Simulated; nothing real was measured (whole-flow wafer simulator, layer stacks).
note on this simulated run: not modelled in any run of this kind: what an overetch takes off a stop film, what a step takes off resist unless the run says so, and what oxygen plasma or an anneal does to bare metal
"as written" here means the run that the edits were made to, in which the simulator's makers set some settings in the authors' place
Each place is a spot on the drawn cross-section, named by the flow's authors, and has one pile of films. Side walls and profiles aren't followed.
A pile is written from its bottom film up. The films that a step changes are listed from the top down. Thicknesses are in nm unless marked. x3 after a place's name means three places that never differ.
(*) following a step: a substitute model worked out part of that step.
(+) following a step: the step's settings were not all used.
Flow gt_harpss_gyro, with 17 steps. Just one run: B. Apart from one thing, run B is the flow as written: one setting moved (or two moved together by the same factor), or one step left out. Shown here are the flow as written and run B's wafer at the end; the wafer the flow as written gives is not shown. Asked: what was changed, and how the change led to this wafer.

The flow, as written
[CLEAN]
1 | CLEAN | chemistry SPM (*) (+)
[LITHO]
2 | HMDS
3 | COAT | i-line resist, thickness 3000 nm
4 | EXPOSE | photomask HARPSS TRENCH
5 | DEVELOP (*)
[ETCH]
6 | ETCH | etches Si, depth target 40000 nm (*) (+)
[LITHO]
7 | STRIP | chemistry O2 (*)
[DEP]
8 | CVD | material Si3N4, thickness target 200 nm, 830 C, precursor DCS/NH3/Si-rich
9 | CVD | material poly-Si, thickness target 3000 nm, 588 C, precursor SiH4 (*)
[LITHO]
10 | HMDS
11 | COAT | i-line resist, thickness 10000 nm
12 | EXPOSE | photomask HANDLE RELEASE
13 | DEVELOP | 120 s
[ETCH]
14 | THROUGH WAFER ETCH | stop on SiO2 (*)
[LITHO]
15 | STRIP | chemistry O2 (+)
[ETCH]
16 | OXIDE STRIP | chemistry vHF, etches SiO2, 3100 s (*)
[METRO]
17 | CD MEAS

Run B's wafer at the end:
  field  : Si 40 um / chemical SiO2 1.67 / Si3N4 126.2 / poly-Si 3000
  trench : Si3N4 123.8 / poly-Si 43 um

Cause: step 8, CVD: thickness target 126.2 nm was run, whereas the flow has thickness target 200 nm.
The wafer lets one read it off: field has Si3N4 126.2, and step 8 as written asks for 200 nm.

How this came from the change, step by step:
  8 | CVD | material Si3N4, thickness target 200 nm, 830 C, precursor DCS/NH3/Si-rich
      field: +126.2 Si3N4 (new film) (it would be, as written: +200 Si3N4 (new film))
      trench: +123.8 Si3N4 (new film) (it would be, as written: +195.9 Si3N4 (new film))
  9 | CVD | material poly-Si, thickness target 3000 nm, 588 C, precursor SiH4 (*)
      trench: +43 um poly-Si (new film) (it would be, as written: +43.01 um poly-Si (new film))
